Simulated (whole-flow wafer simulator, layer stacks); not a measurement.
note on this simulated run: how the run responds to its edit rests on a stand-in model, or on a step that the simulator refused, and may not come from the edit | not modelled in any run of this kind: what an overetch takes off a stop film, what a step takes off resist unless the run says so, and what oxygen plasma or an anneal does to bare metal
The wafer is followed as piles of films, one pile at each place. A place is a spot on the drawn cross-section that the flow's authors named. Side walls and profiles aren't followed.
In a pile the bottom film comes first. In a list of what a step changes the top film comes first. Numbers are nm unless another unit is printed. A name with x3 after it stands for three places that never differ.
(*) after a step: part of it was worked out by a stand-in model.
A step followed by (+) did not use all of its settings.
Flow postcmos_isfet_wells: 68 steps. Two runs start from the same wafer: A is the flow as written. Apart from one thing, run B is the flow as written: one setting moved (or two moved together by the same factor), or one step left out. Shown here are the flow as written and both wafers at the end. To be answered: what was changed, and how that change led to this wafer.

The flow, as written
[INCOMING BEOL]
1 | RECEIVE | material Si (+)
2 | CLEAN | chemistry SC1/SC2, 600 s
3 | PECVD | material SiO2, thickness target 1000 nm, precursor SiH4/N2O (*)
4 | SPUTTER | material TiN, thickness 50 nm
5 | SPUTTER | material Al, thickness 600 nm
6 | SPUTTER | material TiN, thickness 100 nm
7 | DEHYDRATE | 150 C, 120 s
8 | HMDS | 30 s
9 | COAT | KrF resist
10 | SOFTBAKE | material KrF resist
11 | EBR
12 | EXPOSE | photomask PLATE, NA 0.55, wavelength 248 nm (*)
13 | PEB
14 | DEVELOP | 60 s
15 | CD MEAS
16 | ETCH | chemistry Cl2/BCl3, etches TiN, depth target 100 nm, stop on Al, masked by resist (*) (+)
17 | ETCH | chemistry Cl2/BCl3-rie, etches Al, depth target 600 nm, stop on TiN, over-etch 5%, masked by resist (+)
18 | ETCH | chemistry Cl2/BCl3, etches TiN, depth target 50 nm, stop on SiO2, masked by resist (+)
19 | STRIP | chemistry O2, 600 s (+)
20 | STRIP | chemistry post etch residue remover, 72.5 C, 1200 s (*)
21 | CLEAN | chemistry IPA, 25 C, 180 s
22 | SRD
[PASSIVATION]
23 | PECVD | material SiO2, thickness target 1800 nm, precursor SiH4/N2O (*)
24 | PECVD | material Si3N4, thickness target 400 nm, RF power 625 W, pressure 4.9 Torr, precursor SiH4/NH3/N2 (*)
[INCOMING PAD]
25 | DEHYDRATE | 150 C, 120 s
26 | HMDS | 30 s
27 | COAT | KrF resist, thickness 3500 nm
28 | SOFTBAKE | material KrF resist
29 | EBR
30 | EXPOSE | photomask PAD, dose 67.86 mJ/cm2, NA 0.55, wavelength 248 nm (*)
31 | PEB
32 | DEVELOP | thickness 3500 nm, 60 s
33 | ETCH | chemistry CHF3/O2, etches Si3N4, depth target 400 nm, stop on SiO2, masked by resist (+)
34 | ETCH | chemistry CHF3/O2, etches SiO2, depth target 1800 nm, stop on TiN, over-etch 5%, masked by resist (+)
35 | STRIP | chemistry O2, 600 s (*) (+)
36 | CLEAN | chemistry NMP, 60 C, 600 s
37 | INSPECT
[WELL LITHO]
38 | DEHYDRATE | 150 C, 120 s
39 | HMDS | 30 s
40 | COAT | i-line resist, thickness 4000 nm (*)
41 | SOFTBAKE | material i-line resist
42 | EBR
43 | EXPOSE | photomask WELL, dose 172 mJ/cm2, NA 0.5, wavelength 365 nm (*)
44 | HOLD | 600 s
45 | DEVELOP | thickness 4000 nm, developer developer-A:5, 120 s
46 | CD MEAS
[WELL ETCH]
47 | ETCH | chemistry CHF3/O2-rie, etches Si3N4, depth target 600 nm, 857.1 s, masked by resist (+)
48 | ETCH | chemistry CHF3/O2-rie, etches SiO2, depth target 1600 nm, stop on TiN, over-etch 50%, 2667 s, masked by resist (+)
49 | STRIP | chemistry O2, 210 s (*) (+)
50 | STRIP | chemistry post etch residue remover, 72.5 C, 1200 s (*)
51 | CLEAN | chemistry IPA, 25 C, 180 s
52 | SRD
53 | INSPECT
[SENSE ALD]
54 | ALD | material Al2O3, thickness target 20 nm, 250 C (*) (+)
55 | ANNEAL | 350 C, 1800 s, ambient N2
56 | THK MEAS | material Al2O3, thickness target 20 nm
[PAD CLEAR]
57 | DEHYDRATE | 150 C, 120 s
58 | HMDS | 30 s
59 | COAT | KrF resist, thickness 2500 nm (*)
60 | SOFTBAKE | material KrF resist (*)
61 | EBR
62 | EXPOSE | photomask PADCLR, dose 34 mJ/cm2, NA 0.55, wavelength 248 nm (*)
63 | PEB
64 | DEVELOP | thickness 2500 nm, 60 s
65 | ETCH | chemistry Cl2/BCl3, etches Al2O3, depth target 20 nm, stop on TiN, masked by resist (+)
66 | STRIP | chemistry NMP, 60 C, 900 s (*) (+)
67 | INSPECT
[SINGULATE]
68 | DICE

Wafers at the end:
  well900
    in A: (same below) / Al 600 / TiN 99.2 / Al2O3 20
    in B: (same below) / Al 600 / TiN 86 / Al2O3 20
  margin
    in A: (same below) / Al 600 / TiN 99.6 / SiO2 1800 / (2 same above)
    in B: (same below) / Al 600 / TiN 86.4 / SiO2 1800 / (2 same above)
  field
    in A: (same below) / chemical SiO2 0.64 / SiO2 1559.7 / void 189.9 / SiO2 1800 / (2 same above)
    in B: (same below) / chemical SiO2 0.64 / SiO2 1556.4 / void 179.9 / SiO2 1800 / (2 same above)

What caused this: step 6, SPUTTER: thickness 86.8 nm was run, whereas the flow has thickness 100 nm.

How this came from the change, step by step:
  6 | SPUTTER | material TiN, thickness 100 nm
      field, margin, well900 and 6 more: A +100 TiN (new film) | B +86.8 TiN (new film)
  16 | ETCH | chemistry Cl2/BCl3, etches TiN, depth target 100 nm, stop on Al, masked by resist (*) (+)
      field: A -100 TiN (all of it) | B -86.8 TiN (all of it)
  23 | PECVD | material SiO2, thickness target 1800 nm, precursor SiH4/N2O (*)
      field: A +1800 SiO2 (new film), +189.9 void (new film), +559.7 SiO2 | B +1800 SiO2 (new film), +179.9 void (new film), +556.4 SiO2
